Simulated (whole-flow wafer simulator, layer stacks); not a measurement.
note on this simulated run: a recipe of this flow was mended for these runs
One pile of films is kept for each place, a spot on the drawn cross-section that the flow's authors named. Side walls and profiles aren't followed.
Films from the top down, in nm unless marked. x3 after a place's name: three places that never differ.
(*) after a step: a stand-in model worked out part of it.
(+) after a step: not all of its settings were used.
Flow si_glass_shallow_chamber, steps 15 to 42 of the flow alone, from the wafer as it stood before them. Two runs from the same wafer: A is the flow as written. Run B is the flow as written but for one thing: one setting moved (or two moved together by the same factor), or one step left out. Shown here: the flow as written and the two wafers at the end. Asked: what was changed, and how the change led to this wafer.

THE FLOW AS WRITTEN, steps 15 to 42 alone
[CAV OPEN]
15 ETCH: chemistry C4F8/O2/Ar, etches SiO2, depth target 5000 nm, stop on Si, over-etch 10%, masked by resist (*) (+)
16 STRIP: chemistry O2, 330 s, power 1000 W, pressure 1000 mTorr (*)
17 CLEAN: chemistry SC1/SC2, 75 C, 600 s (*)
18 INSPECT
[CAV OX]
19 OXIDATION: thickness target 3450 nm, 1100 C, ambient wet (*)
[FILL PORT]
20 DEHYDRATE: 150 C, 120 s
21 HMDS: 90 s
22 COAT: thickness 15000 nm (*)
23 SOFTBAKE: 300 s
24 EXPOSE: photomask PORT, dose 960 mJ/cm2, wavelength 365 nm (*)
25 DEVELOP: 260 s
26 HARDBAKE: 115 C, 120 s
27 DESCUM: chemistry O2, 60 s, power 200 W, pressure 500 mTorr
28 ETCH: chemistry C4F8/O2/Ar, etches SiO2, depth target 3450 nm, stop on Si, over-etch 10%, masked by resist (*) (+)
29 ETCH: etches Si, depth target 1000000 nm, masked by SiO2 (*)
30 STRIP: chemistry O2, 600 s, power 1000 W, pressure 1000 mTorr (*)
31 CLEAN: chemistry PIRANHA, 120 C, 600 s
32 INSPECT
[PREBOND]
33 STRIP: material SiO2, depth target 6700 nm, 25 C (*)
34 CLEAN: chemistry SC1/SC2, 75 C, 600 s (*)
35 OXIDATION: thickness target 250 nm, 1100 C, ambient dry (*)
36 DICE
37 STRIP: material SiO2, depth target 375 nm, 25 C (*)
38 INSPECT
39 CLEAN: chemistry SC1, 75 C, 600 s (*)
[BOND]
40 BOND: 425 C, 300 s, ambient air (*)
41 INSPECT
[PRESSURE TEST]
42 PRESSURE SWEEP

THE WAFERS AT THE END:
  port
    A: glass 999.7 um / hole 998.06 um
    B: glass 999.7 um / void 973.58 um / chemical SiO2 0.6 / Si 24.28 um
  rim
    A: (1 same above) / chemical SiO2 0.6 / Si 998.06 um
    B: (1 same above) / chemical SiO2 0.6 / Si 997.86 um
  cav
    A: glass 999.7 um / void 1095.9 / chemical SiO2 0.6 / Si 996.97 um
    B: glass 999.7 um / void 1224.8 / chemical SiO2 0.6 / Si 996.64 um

The cause: step 19, OXIDATION: thickness target 4200 nm was run, where the flow has thickness target 3450 nm.

How the change led to this, step by step:
  19 OXIDATION: thickness target 3450 nm, 1100 C, ambient wet (*)
      rim, ramp, septum, ring: A SiO2 +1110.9, Si -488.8 | B SiO2 +1568, Si -689.9
      cav, port: A SiO2 +3450 (new film), chemical SiO2 -0.6 (all of it), Si -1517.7 | B SiO2 +4200 (new film), chemical SiO2 -0.6 (all of it), Si -1847.7
  22 COAT: thickness 15000 nm (*)
      rim: A thick-i-line-resist +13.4 um (new film) | B thick-i-line-resist +13.47 um (new film)
      ramp: A thick-i-line-resist +12.89 um (new film) | B thick-i-line-resist +12.98 um (new film)
      (and at 3 more places)
  23 SOFTBAKE: 300 s
      rim: A thick-i-line-resist -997 | B thick-i-line-resist -950.9
      ramp: A thick-i-line-resist -487.1 | B thick-i-line-resist -462.8
      (and at 4 more places)
  25 DEVELOP: 260 s
      port: A thick-i-line-resist -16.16 um (all of it) | B thick-i-line-resist -16.11 um (all of it)
  28 ETCH: chemistry C4F8/O2/Ar, etches SiO2, depth target 3450 nm, stop on Si, over-etch 10%, masked by resist (*) (+)
      port: A SiO2 -3450 (all of it), Si -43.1 | B SiO2 -3795
  29 ETCH: etches Si, depth target 1000000 nm, masked by SiO2 (*)
      port: A hole +997.05 um (new film), Si -997.05 um (all of it) | B SiO2 -405 (all of it), Si -972.36 um
      rim, ramp: A thick-i-line-resist -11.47 um (all of it), SiO2 -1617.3 | B thick-i-line-resist -11.59 um (all of it), SiO2 -1557.5
      (and at 2 more places)
  30 STRIP: chemistry O2, 600 s, power 1000 W, pressure 1000 mTorr (*)
      port: A nothing | B chemical SiO2 +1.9 (new film), Si -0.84
      cav: A thick-i-line-resist -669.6 (all of it) | B thick-i-line-resist -619.8 (all of it)
  33 STRIP: material SiO2, depth target 6700 nm, 25 C (*)
      port: A nothing | B chemical SiO2 -1.9 (all of it)
      rim, ramp: A SiO2 -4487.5 (all of it) | B SiO2 -5004.5 (all of it)
      (and at 3 more places)
  34 CLEAN: chemistry SC1/SC2, 75 C, 600 s (*)
      port: A nothing | B chemical SiO2 +0.6 (new film), Si -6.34
  35 OXIDATION: thickness target 250 nm, 1100 C, ambient dry (*)
      port: A nothing | B SiO2 +250 (new film), chemical SiO2 -0.6 (all of it), Si -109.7
  37 STRIP: material SiO2, depth target 375 nm, 25 C (*)
      port: A nothing | B SiO2 -250 (all of it)
  39 CLEAN: chemistry SC1, 75 C, 600 s (*)
      port: A nothing | B chemical SiO2 +0.6 (new film), Si -6.34
  40 BOND: 425 C, 300 s, ambient air (*)
      port: A glass +999.7 um (new film), hole +1017.3 | B glass +999.7 um (new film), void +973.58 um (new film)
      cav: A glass +999.7 um (new film), void +1095.9 (new film) | B glass +999.7 um (new film), void +1224.8 (new film)
